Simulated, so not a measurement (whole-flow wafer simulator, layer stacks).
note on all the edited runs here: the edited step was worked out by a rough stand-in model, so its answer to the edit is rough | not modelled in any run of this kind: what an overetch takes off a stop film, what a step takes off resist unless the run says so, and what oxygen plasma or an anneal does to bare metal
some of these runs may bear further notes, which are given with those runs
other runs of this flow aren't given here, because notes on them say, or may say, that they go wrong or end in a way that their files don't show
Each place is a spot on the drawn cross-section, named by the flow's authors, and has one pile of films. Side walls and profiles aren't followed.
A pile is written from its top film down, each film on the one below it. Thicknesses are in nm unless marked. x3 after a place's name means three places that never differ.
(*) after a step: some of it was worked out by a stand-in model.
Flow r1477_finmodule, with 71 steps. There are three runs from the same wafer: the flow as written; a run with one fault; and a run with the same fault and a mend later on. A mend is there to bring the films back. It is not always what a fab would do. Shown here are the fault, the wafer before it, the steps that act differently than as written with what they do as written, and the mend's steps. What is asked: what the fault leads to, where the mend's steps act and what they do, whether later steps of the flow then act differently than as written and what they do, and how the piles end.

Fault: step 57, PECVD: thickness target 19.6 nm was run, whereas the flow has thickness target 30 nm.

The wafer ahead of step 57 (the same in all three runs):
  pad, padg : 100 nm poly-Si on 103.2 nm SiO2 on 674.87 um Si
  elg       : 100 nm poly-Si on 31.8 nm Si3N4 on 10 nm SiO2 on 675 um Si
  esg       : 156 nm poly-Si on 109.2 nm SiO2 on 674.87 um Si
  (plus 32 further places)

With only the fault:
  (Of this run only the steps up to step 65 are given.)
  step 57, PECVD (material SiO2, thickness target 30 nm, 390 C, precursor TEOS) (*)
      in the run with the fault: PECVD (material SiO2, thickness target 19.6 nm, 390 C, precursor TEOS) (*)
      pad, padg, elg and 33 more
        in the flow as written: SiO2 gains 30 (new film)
        in the run with the fault: SiO2 gains 19.6 (new film)
  Every later step of the flow up to step 65 that is run acts as written, at every place that is followed, to within 2% or 0.5 nm, whichever is larger.
  After step 65, at pad, padg, elg and 33 more, the piles differ from the flow's by more than 2% or 0.5 nm, whichever is larger.
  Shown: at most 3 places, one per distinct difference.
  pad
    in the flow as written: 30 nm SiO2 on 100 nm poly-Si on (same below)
    in the run with the fault: 19.6 nm SiO2 on 100 nm poly-Si on (same below)
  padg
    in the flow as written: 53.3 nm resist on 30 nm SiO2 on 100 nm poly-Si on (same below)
    in the run with the fault: 53.3 nm resist on 19.6 nm SiO2 on 100 nm poly-Si on (same below)
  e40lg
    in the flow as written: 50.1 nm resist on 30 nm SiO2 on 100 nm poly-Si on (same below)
    in the run with the fault: 50.1 nm resist on 19.6 nm SiO2 on 100 nm poly-Si on (same below)

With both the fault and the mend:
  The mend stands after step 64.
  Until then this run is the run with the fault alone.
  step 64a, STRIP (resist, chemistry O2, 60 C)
      padg, elg, esg
        resist loses 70 (all of it)
      e40lg, e100lg, e200lg
        resist loses 66.9 (all of it)
      s40sg, s45sg
        resist loses 91 (all of it)
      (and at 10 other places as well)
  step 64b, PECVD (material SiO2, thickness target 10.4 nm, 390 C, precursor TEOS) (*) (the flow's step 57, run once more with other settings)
      pad, padg, elg and 33 more
        SiO2 gains 10.4
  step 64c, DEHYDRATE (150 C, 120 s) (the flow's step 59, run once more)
      leaves every film unchanged at each place that is followed
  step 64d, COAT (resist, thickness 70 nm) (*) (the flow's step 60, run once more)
      e40lg, e100lg, e200lg, elo, e40lo, e100lo, e200lo
        resist gains 66.9 (new film)
      pad, padg, elg, esg
        resist gains 70 (new film)
      s40sg, s45sg, s40so, s45so
        resist gains 91 (new film)
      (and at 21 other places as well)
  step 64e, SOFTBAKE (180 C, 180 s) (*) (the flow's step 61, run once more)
      leaves every film unchanged at each place that is followed
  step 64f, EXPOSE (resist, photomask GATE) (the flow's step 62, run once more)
      leaves every film unchanged at each place that is followed
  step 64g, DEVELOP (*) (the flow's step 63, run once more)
      elo, e40lo, e100lo, e200lo
        resist loses 66.9 (all of it)
      eso, e40so
        resist loses 129.5 (all of it)
      s40so, s45so
        resist loses 91 (all of it)
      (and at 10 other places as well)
  Every later step of the flow that is run acts as written at every place that is followed.
  The piles end the same as the flow's at every place that both follow.
